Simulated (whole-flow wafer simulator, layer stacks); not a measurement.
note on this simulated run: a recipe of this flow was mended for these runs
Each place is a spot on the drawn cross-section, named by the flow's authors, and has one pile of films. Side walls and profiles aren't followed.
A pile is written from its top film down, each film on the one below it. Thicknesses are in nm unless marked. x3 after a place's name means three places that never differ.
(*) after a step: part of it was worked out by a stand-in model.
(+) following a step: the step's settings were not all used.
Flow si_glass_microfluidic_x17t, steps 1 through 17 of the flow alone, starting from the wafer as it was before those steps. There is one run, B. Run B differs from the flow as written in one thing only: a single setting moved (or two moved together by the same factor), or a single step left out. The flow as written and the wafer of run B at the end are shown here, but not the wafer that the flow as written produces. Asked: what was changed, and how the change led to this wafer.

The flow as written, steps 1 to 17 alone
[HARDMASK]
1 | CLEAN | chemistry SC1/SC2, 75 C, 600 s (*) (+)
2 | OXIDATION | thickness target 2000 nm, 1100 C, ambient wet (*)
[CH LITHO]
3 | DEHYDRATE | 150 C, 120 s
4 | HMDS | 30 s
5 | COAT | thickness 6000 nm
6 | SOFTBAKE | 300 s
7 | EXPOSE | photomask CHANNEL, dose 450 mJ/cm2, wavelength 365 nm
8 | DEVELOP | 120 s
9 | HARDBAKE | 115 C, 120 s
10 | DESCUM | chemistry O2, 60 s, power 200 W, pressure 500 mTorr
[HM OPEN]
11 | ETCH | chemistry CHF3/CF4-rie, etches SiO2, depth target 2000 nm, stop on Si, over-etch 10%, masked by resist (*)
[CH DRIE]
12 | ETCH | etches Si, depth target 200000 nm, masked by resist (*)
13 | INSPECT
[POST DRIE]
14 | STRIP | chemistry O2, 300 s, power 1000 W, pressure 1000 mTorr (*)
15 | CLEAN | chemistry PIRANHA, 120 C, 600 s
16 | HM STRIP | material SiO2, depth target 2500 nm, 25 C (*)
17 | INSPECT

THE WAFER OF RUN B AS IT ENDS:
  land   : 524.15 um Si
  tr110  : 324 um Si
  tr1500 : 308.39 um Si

What caused this: step 2, OXIDATION: 1088 C was run, though the flow has 1100 C.

How this came from the change, step by step:
  2 | OXIDATION | thickness target 2000 nm, 1100 C, ambient wet (*)
      land, tr110, tr1500, tr15: +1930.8 SiO2 (new film), -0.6 chemical SiO2 (all of it), -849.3 Si (it would be, as written: +2000 SiO2 (new film), -0.6 chemical SiO2 (all of it), -879.7 Si)
  11 | ETCH | chemistry CHF3/CF4-rie, etches SiO2, depth target 2000 nm, stop on Si, over-etch 10%, masked by resist (*)
      tr110, tr1500, tr15: -1930.8 SiO2 (all of it), -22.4 Si (it would be, as written: -2000 SiO2 (all of it), -16.7 Si)
      land: -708 thick-i-line-resist (it would be, as written: -733.3 thick-i-line-resist)
  12 | ETCH | etches Si, depth target 200000 nm, masked by resist (*)
      tr15: -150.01 um Si (it would be, as written: -149.99 um Si)
  16 | HM STRIP | material SiO2, depth target 2500 nm, 25 C (*)
      land: -1930.8 SiO2 (all of it) (it would be, as written: -2000 SiO2 (all of it))
